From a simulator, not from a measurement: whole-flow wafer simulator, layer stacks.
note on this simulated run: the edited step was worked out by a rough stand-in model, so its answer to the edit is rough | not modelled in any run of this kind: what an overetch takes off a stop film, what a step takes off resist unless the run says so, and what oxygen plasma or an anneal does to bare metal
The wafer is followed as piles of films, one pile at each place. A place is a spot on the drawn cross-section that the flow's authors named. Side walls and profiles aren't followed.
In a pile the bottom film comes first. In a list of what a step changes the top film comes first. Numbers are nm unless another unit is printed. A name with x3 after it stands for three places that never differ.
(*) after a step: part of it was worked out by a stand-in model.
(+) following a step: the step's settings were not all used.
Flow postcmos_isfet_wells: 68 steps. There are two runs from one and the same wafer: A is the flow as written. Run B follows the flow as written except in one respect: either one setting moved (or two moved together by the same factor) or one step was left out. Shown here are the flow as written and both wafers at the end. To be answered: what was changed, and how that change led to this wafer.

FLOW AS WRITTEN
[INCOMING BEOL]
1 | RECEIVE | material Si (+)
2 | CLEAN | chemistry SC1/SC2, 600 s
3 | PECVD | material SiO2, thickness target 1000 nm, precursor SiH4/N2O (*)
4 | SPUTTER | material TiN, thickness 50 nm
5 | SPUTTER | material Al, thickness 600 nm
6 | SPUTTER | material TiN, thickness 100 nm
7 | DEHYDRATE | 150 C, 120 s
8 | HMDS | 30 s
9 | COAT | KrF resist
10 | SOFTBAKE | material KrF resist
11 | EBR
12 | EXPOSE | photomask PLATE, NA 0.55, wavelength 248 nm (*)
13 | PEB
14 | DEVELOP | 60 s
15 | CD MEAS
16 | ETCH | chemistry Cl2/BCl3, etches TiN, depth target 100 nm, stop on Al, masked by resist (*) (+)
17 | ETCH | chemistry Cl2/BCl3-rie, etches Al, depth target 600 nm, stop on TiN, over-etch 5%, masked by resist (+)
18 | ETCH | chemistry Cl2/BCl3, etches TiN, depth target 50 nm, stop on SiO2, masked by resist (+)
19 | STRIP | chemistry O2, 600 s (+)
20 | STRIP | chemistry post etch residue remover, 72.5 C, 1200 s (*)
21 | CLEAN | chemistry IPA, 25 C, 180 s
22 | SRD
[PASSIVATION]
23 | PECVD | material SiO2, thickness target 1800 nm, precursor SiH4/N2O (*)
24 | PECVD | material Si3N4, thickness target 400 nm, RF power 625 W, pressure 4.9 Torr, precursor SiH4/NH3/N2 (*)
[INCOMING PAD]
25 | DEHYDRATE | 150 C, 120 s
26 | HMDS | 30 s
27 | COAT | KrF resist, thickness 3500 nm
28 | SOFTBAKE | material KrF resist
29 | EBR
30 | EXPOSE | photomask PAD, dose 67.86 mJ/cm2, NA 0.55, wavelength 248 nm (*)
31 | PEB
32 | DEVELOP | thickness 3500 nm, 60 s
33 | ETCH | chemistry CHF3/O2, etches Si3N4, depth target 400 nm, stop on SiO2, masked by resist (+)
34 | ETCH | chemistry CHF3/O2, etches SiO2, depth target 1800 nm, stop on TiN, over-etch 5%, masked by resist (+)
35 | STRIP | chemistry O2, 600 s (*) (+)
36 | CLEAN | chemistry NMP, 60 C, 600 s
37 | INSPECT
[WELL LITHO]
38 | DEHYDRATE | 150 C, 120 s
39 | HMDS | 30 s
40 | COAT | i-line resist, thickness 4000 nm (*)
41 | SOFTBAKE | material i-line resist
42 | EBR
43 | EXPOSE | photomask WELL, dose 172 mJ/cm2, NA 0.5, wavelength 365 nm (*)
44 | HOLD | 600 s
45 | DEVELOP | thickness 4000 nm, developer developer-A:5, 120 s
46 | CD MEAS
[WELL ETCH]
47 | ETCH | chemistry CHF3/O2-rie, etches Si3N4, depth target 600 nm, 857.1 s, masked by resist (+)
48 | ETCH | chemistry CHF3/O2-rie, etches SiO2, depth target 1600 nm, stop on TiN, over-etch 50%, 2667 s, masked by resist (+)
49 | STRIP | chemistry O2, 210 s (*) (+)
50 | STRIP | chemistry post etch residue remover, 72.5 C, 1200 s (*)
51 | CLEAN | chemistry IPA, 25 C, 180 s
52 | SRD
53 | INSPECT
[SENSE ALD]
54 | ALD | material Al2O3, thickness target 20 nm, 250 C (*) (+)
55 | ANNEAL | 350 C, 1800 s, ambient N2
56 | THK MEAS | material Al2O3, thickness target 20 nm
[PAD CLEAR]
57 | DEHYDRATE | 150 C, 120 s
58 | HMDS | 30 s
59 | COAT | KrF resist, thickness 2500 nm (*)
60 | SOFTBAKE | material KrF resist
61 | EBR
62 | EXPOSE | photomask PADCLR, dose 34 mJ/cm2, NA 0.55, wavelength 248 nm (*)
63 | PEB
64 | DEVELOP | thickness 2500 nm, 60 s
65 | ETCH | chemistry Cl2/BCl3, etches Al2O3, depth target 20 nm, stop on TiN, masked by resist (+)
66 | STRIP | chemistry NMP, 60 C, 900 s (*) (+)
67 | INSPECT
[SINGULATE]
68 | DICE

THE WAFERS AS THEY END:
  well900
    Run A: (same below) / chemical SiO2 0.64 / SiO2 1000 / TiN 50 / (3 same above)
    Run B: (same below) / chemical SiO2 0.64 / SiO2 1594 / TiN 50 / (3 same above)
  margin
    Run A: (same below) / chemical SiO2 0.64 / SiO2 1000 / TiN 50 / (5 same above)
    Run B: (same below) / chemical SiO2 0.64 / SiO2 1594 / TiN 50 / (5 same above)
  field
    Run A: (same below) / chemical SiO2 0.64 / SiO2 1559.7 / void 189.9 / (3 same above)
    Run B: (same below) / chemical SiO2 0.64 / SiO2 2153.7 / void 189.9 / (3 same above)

Cause: step 3, PECVD: thickness target 1594 nm was run, whereas the flow has thickness target 1000 nm.
The wafer lets one read it off: well900 has SiO2 1594, and step 3 as written asks for 1000 nm.

Step by step, how the change led to this:
  3 | PECVD | material SiO2, thickness target 1000 nm, precursor SiH4/N2O (*)
      field, margin, well900, well1300 x3, pad_rim, pad_clr, pad_open: A +1000 SiO2 (new film) | B +1594 SiO2 (new film)
